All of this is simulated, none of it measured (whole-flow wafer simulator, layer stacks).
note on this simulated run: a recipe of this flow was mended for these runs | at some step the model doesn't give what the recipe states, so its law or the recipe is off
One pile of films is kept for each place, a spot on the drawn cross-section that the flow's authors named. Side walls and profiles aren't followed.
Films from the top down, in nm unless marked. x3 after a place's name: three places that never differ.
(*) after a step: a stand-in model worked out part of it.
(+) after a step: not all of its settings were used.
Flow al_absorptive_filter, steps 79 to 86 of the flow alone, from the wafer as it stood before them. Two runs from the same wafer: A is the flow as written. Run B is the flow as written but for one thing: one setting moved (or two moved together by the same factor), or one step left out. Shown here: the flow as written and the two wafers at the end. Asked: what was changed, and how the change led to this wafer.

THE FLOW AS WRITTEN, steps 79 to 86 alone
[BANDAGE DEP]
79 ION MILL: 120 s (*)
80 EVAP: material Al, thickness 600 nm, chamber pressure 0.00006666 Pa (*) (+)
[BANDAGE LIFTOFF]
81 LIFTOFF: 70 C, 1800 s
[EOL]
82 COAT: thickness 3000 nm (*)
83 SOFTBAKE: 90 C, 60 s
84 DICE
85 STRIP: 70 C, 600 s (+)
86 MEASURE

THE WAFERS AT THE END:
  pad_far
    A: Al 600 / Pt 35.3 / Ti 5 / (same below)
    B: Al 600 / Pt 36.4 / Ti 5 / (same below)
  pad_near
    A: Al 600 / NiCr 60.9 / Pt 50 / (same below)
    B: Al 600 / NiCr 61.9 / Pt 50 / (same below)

The cause: step 79, ION MILL: 111 s was run, where the flow has 120 s.

How the change led to this, step by step:
  79 ION MILL: 120 s (*)
      gnd, ledge, res and 9 more: A i-line-resist -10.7 | B i-line-resist -9.86
      pad_far: A Pt -14.7 | B Pt -13.6
      (and at 1 more place)
